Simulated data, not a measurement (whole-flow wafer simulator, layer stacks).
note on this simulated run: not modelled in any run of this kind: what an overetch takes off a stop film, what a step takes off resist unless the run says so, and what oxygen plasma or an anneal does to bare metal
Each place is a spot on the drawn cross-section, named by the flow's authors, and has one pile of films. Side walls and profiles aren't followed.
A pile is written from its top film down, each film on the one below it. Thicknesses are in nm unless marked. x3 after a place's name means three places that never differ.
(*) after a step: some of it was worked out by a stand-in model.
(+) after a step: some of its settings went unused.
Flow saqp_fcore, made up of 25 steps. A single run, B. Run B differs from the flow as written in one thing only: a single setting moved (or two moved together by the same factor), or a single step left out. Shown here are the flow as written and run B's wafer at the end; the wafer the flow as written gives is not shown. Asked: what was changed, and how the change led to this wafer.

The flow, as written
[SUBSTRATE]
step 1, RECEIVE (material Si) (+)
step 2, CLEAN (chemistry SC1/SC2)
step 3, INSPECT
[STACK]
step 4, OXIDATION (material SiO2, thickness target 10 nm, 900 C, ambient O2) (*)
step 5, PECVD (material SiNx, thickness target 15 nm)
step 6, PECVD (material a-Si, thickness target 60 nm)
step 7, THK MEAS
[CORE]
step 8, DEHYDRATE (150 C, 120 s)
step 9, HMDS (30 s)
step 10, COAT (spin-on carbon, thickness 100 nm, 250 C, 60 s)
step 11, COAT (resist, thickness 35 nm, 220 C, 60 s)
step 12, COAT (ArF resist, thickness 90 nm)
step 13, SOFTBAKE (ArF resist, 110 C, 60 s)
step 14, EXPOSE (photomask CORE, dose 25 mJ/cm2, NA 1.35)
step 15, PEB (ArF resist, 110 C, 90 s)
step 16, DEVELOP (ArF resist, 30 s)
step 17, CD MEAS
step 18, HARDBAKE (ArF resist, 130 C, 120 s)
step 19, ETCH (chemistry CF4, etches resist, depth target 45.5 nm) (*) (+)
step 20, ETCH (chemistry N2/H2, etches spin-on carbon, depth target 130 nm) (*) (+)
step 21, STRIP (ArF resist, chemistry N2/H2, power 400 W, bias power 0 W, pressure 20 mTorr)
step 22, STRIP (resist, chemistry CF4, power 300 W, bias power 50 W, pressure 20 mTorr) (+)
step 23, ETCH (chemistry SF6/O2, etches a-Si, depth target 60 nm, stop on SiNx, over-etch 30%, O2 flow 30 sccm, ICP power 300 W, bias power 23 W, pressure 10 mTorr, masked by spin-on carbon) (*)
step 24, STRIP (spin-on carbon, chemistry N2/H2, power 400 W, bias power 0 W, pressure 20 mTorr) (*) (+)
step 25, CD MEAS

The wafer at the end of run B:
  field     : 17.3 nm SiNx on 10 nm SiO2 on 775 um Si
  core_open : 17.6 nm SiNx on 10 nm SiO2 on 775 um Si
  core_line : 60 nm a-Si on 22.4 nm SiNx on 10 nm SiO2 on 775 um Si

The reason: step 5, PECVD: thickness target 22.4 nm was run, though the flow has thickness target 15 nm.
The wafer lets one read it off: core_line has SiNx 22.4, and step 5 as written asks for 15 nm.

How this came from the change, step by step:
  step 5, PECVD (material SiNx, thickness target 15 nm)
      field, core_open, core_line: +22.4 SiNx (new film) (in the flow as written it would be: +15 SiNx (new film))
